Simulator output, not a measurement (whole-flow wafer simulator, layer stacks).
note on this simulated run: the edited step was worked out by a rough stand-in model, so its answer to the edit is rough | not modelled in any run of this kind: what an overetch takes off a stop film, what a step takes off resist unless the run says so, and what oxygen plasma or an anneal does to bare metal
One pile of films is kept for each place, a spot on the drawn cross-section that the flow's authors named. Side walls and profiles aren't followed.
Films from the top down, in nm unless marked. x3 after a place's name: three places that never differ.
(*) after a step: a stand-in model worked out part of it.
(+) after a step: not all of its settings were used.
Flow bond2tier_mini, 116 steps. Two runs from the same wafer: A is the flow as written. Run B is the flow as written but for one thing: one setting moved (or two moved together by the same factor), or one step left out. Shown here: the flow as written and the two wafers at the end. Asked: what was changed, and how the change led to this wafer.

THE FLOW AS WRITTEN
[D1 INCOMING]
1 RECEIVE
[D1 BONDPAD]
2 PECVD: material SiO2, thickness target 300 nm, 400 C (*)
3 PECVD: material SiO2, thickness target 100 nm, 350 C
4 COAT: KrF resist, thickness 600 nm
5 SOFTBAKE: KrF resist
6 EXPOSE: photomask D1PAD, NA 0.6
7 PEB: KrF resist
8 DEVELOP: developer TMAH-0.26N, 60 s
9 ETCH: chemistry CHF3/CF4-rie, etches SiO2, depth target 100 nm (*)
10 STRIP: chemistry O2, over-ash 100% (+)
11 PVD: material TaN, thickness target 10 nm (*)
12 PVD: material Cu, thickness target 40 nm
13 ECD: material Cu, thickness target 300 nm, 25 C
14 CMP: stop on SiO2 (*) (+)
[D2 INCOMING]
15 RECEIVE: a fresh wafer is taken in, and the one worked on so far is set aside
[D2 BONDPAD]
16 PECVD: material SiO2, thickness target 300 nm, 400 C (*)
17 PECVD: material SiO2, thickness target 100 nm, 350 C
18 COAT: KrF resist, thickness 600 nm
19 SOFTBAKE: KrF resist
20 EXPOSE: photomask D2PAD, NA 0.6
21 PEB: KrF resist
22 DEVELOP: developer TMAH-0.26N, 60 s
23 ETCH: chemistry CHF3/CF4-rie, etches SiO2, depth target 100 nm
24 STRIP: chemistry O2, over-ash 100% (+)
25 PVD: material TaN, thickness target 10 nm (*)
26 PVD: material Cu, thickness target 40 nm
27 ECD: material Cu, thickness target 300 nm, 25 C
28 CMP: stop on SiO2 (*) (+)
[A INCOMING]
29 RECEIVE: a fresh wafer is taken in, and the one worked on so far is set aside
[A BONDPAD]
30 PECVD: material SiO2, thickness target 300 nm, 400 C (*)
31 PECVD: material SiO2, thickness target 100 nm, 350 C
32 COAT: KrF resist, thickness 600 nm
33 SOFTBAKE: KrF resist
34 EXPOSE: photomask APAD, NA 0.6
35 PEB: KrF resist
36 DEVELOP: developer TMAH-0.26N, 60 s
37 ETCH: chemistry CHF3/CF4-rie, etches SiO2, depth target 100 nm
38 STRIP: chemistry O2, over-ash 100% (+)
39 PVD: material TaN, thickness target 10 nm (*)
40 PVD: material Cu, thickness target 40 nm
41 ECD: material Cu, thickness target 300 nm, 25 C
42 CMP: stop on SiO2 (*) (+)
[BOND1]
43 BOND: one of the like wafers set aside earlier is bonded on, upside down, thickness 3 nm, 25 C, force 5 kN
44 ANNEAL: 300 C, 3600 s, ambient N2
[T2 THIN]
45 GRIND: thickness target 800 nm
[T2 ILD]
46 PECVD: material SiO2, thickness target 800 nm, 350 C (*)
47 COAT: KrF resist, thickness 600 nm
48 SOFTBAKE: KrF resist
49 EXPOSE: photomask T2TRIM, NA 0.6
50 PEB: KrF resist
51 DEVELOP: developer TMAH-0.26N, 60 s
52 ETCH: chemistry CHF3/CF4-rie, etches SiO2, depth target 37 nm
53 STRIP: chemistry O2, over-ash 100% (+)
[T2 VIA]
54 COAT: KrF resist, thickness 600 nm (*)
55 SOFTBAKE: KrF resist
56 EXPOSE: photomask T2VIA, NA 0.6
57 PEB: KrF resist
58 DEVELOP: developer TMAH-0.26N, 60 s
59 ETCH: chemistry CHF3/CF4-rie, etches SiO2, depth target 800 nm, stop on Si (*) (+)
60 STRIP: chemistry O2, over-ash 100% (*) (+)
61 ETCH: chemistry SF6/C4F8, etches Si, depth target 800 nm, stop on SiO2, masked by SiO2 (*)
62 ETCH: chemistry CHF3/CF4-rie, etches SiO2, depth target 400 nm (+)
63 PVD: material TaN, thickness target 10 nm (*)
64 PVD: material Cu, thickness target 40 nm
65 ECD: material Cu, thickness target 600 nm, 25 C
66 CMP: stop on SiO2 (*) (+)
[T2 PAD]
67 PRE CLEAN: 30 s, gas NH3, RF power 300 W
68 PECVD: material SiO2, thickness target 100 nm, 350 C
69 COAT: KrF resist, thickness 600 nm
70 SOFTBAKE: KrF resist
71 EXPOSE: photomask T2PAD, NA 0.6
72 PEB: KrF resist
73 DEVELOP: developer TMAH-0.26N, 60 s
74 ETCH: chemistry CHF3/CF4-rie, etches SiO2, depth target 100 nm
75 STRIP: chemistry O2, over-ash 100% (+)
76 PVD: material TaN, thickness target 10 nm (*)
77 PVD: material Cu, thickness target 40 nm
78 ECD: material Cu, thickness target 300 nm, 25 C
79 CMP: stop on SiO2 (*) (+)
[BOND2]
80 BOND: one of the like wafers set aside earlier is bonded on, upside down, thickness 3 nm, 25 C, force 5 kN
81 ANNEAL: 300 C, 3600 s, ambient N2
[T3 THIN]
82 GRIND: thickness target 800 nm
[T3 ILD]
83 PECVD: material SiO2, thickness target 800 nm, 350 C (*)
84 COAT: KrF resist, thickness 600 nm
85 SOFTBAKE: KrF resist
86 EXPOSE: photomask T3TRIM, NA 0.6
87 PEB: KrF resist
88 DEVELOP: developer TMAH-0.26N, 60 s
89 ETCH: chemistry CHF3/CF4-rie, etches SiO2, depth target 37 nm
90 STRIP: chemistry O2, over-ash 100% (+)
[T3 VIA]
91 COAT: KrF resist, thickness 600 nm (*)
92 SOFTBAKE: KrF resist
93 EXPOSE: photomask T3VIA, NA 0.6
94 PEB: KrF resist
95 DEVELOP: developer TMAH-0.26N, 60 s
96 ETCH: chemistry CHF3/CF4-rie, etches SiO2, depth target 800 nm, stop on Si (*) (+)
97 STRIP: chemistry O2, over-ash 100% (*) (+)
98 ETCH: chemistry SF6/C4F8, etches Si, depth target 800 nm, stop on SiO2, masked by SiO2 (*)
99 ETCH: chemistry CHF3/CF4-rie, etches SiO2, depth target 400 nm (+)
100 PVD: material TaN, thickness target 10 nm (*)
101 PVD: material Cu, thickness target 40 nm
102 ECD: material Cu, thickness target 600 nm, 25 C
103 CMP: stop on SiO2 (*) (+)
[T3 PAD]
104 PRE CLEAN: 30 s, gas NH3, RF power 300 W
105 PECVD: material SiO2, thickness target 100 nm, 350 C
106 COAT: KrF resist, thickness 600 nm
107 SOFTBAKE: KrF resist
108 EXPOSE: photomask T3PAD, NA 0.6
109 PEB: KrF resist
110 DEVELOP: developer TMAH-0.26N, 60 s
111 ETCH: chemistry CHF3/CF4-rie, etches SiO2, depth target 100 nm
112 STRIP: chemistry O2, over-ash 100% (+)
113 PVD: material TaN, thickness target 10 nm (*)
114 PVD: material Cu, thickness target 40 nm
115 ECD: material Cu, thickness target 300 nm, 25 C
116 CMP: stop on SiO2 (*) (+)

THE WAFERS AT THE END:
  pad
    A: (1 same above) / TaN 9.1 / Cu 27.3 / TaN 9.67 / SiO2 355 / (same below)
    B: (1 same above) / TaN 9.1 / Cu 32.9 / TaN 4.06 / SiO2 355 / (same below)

The cause: step 100, PVD: thickness target 4.2 nm was run, where the flow has thickness target 10 nm.

How the change led to this, step by step:
  100 PVD: material TaN, thickness target 10 nm (*)
      field: A TaN +10 (new film) | B TaN +4.2 (new film)
      pad: A TaN +9.67 (new film) | B TaN +4.06 (new film)
  103 CMP: stop on SiO2 (*) (+)
      field: A Cu -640 (all of it), TaN -10 (all of it) | B Cu -640 (all of it), TaN -4.2 (all of it)
